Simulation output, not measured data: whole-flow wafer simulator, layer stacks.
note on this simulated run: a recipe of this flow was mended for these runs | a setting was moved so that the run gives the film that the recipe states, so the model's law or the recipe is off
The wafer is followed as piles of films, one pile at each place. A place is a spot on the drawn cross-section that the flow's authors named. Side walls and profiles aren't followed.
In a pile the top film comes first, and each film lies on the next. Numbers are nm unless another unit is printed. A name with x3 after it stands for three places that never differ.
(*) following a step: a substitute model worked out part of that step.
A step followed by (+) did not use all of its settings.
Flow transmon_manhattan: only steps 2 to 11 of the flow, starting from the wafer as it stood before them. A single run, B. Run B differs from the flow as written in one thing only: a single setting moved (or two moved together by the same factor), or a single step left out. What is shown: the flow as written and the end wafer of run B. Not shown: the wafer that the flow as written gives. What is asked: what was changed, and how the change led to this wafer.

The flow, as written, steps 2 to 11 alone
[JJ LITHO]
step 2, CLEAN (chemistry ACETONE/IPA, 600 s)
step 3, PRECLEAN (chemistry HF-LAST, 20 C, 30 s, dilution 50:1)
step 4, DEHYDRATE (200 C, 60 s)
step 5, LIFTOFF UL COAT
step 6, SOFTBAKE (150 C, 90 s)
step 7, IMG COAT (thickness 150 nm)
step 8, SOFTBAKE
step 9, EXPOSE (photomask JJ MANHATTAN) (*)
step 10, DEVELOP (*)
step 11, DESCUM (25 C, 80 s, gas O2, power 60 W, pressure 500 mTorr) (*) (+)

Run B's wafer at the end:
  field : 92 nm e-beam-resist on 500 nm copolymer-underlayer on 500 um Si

The reason: step 7, IMG COAT: thickness 104 nm was run, whereas the flow has thickness 150 nm.

The path from the change to this, step by step:
  step 7, IMG COAT (thickness 150 nm)
      field, chan_a x2: +104 e-beam-resist (new film) (in the flow as written it would be: +150 e-beam-resist (new film))
  step 10, DEVELOP (*)
      chan_a x2: -104 e-beam-resist (all of it), -500 copolymer-underlayer (all of it) (in the flow as written it would be: -150 e-beam-resist (all of it), -500 copolymer-underlayer (all of it))
